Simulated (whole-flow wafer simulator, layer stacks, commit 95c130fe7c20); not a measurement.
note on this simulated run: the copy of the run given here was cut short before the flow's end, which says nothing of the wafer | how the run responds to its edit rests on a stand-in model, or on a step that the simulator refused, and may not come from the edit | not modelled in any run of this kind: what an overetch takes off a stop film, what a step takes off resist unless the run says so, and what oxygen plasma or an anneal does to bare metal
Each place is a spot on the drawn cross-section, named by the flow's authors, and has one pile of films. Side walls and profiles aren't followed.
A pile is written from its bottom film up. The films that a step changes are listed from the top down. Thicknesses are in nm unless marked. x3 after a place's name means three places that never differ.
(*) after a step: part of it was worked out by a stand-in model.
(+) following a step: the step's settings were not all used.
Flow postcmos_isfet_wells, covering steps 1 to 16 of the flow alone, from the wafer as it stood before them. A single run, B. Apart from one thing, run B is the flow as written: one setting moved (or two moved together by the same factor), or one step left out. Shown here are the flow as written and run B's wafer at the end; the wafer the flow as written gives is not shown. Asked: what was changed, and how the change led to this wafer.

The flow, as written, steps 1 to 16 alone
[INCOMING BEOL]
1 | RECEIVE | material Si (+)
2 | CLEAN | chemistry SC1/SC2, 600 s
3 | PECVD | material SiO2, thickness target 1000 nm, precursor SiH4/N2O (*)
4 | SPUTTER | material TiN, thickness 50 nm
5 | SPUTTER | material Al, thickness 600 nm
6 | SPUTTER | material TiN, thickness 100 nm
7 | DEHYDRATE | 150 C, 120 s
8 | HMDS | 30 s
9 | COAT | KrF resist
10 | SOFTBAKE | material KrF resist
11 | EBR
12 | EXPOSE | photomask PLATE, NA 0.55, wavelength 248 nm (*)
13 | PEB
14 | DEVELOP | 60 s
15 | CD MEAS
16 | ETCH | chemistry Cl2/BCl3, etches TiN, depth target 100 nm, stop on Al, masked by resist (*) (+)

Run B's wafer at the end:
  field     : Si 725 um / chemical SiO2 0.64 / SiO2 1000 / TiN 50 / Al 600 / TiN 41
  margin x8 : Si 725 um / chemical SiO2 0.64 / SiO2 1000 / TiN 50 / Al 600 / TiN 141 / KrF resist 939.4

What caused this: step 6, SPUTTER: thickness 141 nm was run, whereas the flow has thickness 100 nm.
One can read it off the wafer: margin x8 has TiN 141, and step 6 as written asks for 100 nm.

How this came from the change, step by step:
  6 | SPUTTER | material TiN, thickness 100 nm
      field, margin x8: TiN gains 141 (new film) (in the flow as written it would be: TiN gains 100 (new film))
  16 | ETCH | chemistry Cl2/BCl3, etches TiN, depth target 100 nm, stop on Al, masked by resist (*) (+)
      field: TiN loses 100 (in the flow as written it would be: TiN loses 100 (all of it))
